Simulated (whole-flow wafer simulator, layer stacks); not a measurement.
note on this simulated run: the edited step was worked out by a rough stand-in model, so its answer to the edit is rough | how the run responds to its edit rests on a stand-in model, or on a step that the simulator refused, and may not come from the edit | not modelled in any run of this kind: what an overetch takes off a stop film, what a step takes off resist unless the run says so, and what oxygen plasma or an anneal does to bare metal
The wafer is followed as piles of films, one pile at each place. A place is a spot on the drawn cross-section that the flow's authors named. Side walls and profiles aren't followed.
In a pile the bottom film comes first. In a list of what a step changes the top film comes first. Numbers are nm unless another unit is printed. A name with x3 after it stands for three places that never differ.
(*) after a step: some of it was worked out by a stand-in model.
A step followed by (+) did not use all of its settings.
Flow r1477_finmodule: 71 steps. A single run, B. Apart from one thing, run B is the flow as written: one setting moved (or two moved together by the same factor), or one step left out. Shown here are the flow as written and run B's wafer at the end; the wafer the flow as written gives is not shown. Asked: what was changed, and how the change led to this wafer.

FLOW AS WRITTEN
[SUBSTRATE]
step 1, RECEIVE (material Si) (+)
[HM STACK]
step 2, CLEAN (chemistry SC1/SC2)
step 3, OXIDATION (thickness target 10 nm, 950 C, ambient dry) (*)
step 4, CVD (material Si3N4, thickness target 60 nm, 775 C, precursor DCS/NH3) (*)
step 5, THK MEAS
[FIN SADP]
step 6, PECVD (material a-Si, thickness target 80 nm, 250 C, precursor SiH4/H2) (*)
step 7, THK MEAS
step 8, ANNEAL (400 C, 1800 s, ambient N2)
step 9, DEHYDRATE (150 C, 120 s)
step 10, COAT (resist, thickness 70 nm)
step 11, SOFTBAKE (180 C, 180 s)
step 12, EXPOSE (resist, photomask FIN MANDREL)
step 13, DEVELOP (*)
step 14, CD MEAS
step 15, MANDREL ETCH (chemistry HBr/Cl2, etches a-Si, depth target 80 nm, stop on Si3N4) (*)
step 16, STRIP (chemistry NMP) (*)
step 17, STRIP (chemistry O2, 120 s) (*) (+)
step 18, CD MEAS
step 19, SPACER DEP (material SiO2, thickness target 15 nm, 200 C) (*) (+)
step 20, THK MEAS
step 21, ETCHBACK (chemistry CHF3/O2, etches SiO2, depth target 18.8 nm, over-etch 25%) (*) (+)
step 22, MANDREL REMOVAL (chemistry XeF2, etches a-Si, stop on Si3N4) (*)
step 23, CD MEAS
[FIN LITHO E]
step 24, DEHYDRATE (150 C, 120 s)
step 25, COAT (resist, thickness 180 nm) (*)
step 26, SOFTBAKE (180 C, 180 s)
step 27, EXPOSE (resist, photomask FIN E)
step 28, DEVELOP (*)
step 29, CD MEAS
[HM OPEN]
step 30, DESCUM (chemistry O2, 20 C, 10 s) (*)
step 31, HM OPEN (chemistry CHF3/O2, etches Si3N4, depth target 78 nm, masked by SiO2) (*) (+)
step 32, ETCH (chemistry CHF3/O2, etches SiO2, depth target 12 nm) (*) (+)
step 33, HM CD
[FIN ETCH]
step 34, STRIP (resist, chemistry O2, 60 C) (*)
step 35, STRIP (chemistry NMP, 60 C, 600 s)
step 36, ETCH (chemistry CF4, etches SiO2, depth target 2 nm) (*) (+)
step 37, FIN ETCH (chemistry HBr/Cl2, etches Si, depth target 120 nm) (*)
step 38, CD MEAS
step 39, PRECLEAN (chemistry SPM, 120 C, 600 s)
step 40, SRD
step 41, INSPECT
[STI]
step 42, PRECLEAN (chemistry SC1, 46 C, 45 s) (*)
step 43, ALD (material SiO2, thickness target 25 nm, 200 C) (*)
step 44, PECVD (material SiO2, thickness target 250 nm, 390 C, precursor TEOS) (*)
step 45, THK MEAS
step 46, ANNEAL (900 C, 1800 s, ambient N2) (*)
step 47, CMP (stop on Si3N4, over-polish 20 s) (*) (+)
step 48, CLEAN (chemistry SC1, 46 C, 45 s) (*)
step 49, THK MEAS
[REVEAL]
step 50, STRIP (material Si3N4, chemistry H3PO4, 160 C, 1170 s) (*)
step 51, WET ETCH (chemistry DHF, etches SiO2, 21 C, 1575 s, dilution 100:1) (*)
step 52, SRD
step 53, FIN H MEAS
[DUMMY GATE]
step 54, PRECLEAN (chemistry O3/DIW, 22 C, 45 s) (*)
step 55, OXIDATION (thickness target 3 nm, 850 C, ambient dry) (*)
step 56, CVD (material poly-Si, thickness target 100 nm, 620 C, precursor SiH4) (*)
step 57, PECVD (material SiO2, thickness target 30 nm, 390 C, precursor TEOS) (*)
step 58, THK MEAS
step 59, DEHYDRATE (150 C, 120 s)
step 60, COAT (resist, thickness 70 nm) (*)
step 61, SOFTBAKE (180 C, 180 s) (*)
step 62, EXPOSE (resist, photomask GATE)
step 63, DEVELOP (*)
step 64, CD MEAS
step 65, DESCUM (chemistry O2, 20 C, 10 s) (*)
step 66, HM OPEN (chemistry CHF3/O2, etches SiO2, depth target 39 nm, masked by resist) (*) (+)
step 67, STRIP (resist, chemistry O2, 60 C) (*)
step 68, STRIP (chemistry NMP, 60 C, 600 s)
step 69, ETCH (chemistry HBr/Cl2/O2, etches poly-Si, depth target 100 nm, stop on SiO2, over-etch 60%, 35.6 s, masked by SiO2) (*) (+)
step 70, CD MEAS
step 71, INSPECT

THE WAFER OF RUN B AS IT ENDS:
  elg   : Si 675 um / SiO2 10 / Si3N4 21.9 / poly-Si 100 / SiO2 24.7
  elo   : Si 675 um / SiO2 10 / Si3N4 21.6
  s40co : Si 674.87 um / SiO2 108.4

The reason: step 21, ETCHBACK: depth target 30.1 nm was run, whereas the flow has depth target 18.8 nm.

The path from the change to this, step by step:
  step 21, ETCHBACK (chemistry CHF3/O2, etches SiO2, depth target 18.8 nm, over-etch 25%) (*) (+)
      pad, padg, elg and 21 more: -15 SiO2 (all of it), -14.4 Si3N4 (it would be, as written: -15 SiO2 (all of it), -3.62 Si3N4)
      s40cg, s45cg, s50cg, s40co, s45co, s50co: -15.4 SiO2 (all of it), -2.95 a-Si (it would be, as written: -15.4 SiO2 (all of it), -0.69 a-Si)
      (and at 6 other places as well)
  step 22, MANDREL REMOVAL (chemistry XeF2, etches a-Si, stop on Si3N4) (*)
      s40cg, s45cg, s50cg, s40co, s45co, s50co: -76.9 a-Si (all of it) (it would be, as written: -79.2 a-Si (all of it))
  step 25, COAT (resist, thickness 180 nm) (*)
      s40cg, s40co: +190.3 resist (new film) (it would be, as written: +197.6 resist (new film))
      s40sg_line, s40so_line: +125.2 resist (new film) (it would be, as written: +121.2 resist (new film))
      (and at 10 other places as well)
  step 28, DEVELOP (*)
      s40cg, s40co: -190.3 resist (all of it) (it would be, as written: -197.6 resist (all of it))
      s40sg_line, s40so_line: -125.2 resist (all of it) (it would be, as written: -121.2 resist (all of it))
      (and at 10 other places as well)
  step 31, HM OPEN (chemistry CHF3/O2, etches Si3N4, depth target 78 nm, masked by SiO2) (*) (+)
      pad, padg, esg and 13 more: -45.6 Si3N4 (all of it), -10 SiO2 (all of it) (it would be, as written: -56.4 Si3N4 (all of it), -10 SiO2 (all of it))
      elg, e40lg, e100lg, e200lg, elo, e40lo, e100lo, e200lo: -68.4 resist (it would be, as written: -78 resist)
      (and at 12 other places as well)
  step 32, ETCH (chemistry CHF3/O2, etches SiO2, depth target 12 nm) (*) (+)
      s40cg, s45cg, s50cg, s40co, s45co, s50co: -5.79 SiO2 (all of it), -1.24 Si (it would be, as written: -1 SiO2 (all of it), -2.2 Si)
  step 34, STRIP (resist, chemistry O2, 60 C) (*)
      elg, e40lg, e100lg, e200lg, elo, e40lo, e100lo, e200lo: -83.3 resist (all of it) (it would be, as written: -73.8 resist (all of it))
  step 43, ALD (material SiO2, thickness target 25 nm, 200 C) (*)
      s40cg, s45cg, s50cg, s40co, s45co, s50co: +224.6 SiO2 (new film) (it would be, as written: +232.1 SiO2 (new film))
      esg: +183.5 SiO2 (new film) (it would be, as written: +194.3 SiO2 (new film))
  step 47, CMP (stop on Si3N4, over-polish 20 s) (*) (+)
      elg, e40lg, e100lg, e200lg, elo, e40lo, e100lo, e200lo: -230.8 SiO2 (it would be, as written: -241.6 SiO2)
      s40cg, s45cg, s50cg, s40co, s45co, s50co: -272.5 SiO2 (it would be, as written: -279 SiO2)
      (and at 7 other places as well)
  step 51, WET ETCH (chemistry DHF, etches SiO2, 21 C, 1575 s, dilution 100:1) (*)
      elg, e40lg, e100lg, e200lg, elo, e40lo, e100lo, e200lo: -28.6 SiO2 (all of it), -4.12 Si3N4 (it would be, as written: -17.8 SiO2 (all of it), -4.97 Si3N4)
  step 56, CVD (material poly-Si, thickness target 100 nm, 620 C, precursor SiH4) (*)
      esg: +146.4 poly-Si (new film) (it would be, as written: +156 poly-Si (new film))
  step 60, COAT (resist, thickness 70 nm) (*)
      e40sg, eso, e40so: +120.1 resist (new film) (it would be, as written: +129.5 resist (new film))
      e100sg, e100so: +120 resist (new film) (it would be, as written: +129.4 resist (new film))
      (and at 2 other places as well)
  step 63, DEVELOP (*)
      eso, e40so: -120.1 resist (all of it) (it would be, as written: -129.5 resist (all of it))
      e100so: -120 resist (all of it) (it would be, as written: -129.4 resist (all of it))
      (and at 1 other place as well)
  step 67, STRIP (resist, chemistry O2, 60 C) (*)
      e40sg: -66 resist (all of it) (it would be, as written: -75.4 resist (all of it))
      e100sg: -65.9 resist (all of it) (it would be, as written: -75.3 resist (all of it))
      (and at 1 other place as well)
